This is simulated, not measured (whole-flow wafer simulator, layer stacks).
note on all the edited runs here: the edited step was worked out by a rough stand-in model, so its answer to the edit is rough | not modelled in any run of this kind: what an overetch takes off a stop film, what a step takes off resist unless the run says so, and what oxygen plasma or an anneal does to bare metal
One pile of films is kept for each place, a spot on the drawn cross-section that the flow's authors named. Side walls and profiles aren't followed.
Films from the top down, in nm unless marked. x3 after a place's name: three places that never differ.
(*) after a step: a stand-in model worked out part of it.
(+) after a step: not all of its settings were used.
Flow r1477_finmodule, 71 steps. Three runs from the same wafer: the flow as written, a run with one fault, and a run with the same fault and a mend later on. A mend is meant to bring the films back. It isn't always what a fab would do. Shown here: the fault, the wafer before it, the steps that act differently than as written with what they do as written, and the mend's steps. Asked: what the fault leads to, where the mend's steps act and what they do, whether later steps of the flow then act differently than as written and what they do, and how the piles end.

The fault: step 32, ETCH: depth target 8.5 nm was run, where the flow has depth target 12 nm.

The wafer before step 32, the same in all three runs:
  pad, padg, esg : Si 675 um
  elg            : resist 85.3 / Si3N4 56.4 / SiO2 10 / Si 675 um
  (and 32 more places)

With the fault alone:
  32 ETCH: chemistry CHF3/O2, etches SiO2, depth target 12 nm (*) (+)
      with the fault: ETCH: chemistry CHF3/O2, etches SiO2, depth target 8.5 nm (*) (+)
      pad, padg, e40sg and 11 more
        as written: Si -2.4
        with the fault: Si -1.7
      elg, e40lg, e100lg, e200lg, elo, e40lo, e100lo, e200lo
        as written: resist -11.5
        with the fault: resist -8.15
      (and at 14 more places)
  Later steps of the flow that act differently than as written (4 more steps differ only slightly, by at most 2% or 0.5 nm, whichever is larger, and aren't shown):
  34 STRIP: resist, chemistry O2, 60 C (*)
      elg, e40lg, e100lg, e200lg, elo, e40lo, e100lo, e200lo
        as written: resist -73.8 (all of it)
        with the fault: resist -77.1 (all of it)
  At the end the piles differ from the flow's only slightly at the places that both follow, by at most 2% or 0.5 nm, whichever is larger.

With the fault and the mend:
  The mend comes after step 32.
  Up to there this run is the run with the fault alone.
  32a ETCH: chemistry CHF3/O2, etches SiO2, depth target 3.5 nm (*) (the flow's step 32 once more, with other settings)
      pad, padg, e40sg and 11 more
        Si -0.7
      elg, e40lg, e100lg, e200lg, elo, e40lo, e100lo, e200lo
        resist -3.35
      s40sg_line, s45sg_line, s50sg_line, s40so_line, s45so_line, s50so_line
        SiO2 -3.5
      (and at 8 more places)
  No later step of the flow acts differently than as written, at any place that is followed, by more than 2% or 0.5 nm, whichever is larger.
  At the end the piles differ from the flow's only slightly at the places that both follow, by at most 2% or 0.5 nm, whichever is larger.
